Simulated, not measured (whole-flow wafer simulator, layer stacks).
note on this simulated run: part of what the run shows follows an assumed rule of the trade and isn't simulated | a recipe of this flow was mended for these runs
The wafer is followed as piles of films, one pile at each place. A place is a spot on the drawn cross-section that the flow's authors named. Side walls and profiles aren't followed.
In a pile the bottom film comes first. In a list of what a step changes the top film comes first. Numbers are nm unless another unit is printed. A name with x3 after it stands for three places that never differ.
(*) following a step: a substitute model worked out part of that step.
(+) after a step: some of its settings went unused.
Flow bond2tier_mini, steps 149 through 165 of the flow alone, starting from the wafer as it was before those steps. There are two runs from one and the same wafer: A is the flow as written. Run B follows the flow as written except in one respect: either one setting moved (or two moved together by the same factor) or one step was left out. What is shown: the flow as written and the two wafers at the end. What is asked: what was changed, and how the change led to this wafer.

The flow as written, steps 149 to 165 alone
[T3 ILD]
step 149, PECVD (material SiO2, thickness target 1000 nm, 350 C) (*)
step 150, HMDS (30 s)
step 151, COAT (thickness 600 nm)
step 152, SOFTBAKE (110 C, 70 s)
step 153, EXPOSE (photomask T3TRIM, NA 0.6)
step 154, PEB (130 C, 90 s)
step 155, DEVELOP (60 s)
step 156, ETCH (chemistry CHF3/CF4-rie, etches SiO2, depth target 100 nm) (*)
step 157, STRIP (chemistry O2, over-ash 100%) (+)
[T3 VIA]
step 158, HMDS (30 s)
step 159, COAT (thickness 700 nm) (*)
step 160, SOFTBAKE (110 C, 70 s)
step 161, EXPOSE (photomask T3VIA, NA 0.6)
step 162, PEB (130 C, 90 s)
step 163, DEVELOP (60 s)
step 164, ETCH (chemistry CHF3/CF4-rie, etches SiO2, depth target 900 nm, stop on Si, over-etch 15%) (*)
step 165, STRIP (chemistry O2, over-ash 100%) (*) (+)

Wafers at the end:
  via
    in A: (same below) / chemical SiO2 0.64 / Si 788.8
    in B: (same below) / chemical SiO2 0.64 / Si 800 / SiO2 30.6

What caused this: step 164, ETCH: depth target 756 nm was run, though the flow has depth target 900 nm.

Step by step, how the change led to this:
  step 164, ETCH (chemistry CHF3/CF4-rie, etches SiO2, depth target 900 nm, stop on Si, over-etch 15%) (*)
      via: A -900 SiO2 (all of it), -11.2 Si | B -869.4 SiO2
      field, pad: A -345 thick-KrF-resist | B -289.8 thick-KrF-resist
  step 165, STRIP (chemistry O2, over-ash 100%) (*) (+)
      field: A -286.6 thick-KrF-resist (all of it) | B -341.8 thick-KrF-resist (all of it)
      pad: A -372.9 thick-KrF-resist (all of it) | B -428.1 thick-KrF-resist (all of it)
